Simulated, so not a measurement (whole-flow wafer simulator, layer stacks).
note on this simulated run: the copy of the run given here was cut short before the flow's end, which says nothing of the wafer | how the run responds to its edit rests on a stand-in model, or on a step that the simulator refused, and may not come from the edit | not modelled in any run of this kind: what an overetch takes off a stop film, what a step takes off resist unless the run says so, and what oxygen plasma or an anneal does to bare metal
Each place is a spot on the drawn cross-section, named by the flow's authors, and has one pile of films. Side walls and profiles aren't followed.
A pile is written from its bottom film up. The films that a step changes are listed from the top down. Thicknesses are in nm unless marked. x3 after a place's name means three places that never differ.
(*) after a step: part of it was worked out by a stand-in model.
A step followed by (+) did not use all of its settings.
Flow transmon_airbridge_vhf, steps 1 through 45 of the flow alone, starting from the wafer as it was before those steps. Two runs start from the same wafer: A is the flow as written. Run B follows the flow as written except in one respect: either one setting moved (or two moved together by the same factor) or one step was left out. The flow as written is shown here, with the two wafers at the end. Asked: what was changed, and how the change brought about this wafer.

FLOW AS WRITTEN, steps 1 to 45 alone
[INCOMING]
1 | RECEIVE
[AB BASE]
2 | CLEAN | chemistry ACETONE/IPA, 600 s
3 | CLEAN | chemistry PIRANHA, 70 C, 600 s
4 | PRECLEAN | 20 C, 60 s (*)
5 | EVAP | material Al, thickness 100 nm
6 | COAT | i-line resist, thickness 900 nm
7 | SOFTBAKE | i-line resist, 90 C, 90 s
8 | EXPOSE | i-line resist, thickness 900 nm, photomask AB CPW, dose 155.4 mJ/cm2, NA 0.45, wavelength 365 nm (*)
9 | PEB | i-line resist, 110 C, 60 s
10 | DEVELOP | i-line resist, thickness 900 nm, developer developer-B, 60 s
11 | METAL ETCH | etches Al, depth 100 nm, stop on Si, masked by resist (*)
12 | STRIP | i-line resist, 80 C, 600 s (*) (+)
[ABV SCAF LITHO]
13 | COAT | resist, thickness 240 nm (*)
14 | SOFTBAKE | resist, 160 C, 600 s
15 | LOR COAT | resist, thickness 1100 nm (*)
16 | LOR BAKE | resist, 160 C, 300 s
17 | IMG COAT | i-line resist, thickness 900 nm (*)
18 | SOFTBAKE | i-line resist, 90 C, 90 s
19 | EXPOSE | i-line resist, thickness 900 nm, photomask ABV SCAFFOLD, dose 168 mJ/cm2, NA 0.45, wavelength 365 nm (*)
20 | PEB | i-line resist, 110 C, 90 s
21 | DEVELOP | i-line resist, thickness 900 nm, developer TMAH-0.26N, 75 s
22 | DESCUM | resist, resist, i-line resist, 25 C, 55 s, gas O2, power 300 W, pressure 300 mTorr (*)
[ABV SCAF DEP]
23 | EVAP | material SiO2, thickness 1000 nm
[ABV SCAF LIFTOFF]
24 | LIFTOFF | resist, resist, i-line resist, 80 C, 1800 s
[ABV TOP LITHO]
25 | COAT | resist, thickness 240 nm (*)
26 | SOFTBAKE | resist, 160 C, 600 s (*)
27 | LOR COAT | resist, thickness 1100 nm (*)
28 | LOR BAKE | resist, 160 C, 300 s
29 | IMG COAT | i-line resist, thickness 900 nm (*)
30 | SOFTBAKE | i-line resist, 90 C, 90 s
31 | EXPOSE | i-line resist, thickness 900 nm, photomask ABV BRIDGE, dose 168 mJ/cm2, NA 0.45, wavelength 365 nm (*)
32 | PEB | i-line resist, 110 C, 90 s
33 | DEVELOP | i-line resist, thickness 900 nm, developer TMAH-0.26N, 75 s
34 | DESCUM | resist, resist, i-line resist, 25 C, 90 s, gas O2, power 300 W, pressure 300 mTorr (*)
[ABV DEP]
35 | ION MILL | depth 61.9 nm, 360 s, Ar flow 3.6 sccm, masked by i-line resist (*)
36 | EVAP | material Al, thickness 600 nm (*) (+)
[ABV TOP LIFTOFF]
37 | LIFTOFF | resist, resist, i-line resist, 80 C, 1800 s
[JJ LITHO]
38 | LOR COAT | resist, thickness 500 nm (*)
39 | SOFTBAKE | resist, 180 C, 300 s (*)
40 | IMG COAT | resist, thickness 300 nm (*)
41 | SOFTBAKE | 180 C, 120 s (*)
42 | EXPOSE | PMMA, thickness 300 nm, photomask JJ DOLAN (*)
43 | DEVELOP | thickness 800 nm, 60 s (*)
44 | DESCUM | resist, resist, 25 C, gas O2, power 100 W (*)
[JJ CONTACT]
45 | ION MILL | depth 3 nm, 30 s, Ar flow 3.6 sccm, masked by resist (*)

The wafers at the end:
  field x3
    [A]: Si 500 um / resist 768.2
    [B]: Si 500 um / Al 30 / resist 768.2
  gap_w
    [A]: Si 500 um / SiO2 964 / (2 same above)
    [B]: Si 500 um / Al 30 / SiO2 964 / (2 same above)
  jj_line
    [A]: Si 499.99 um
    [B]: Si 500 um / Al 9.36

Cause: step 5, EVAP: thickness 130 nm was run, whereas the flow has thickness 100 nm.

The path from the change to this, step by step:
  5 | EVAP | material Al, thickness 100 nm
      field x3, jj_line, ground_far and 12 more: A +100 Al (new film) | B +130 Al (new film)
  11 | METAL ETCH | etches Al, depth 100 nm, stop on Si, masked by resist (*)
      field x3, jj_line, gap_w, gap_e: A -100 Al (all of it) | B -100 Al
  45 | ION MILL | depth 3 nm, 30 s, Ar flow 3.6 sccm, masked by resist (*)
      jj_line: A -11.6 Si | B -20.6 Al
Taking metal films that touch as one body, field x3 has 1 body; the flow as written gives 0 bodies.
Taking metal films that touch as one body, gap_w has 2 bodies (between them, from the top down: SiO2 964); the flow as written gives 1 body.
Taking metal films that touch as one body, jj_line has 1 body; the flow as written gives 0 bodies.
